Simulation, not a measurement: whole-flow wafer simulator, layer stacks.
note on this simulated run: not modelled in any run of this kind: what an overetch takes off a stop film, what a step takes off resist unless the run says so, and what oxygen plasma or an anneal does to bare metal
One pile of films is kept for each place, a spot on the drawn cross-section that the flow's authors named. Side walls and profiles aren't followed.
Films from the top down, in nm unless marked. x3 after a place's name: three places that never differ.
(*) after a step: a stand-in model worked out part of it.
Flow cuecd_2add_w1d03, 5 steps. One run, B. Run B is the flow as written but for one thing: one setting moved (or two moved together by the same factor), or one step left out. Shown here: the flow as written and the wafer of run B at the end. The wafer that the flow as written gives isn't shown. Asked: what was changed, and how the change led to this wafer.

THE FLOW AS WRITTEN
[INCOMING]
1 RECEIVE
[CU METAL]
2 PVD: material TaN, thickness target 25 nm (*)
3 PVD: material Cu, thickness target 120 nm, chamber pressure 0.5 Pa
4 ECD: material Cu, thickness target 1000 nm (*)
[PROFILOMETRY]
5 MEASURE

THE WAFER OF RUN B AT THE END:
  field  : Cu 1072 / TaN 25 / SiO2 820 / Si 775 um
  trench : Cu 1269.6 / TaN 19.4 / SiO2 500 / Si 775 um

The cause: step 3, PVD: thickness target 72 nm was run, where the flow has thickness target 120 nm.

How the change led to this, step by step:
  3 PVD: material Cu, thickness target 120 nm, chamber pressure 0.5 Pa
      field: Cu +72 (new film) (as written it would be: Cu +120 (new film))
      trench: Cu +56.1 (new film) (as written it would be: Cu +93.4 (new film))
